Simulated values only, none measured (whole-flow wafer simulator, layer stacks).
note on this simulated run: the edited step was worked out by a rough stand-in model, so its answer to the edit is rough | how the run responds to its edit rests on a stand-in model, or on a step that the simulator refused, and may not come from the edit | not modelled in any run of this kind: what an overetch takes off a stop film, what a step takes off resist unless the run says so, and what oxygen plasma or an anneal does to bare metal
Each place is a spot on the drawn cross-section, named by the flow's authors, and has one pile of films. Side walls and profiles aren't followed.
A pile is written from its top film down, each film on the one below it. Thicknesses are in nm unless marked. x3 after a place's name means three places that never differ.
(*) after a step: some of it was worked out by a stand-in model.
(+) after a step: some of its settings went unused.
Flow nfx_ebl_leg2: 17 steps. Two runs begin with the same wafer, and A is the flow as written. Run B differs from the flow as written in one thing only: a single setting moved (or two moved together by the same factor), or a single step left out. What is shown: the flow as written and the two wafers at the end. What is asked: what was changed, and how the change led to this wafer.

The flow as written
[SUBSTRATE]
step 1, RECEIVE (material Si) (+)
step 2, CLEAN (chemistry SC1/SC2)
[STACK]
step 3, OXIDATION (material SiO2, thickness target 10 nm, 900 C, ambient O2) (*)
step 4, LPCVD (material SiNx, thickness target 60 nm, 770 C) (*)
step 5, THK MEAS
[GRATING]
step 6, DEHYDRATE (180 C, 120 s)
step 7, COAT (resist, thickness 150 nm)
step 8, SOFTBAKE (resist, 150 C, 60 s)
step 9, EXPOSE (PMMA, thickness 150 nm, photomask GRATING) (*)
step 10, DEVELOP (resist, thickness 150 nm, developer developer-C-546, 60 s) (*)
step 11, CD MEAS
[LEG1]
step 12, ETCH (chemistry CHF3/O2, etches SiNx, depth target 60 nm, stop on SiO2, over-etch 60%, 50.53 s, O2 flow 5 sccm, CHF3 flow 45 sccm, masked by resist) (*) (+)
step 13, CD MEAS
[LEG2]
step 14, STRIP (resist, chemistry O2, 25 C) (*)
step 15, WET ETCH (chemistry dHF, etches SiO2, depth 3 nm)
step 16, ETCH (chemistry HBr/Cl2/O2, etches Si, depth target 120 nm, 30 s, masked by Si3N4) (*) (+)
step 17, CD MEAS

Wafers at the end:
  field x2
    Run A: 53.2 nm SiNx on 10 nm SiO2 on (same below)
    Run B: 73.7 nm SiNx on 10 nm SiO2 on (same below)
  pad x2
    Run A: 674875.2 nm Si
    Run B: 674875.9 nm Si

What caused this: step 4, LPCVD: thickness target 80.5 nm was run, whereas the flow has thickness target 60 nm.

How this came from the change, step by step:
  step 4, LPCVD (material SiNx, thickness target 60 nm, 770 C) (*)
      field x2, pad x2: A +60 SiNx (new film) | B +80.5 SiNx (new film)
  step 12, ETCH (chemistry CHF3/O2, etches SiNx, depth target 60 nm, stop on SiO2, over-etch 60%, 50.53 s, O2 flow 5 sccm, CHF3 flow 45 sccm, masked by resist) (*) (+)
      pad x2: A -60 SiNx (all of it), -10 SiO2 (all of it) | B -80.5 SiNx (all of it), -7.75 SiO2
  step 14, STRIP (resist, chemistry O2, 25 C) (*)
      pad x2: A +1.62 chemical SiO2 (new film), -0.71 Si | B nothing
  step 15, WET ETCH (chemistry dHF, etches SiO2, depth 3 nm)
      pad x2: A -1.62 chemical SiO2 (all of it) | B -2.25 SiO2 (all of it)
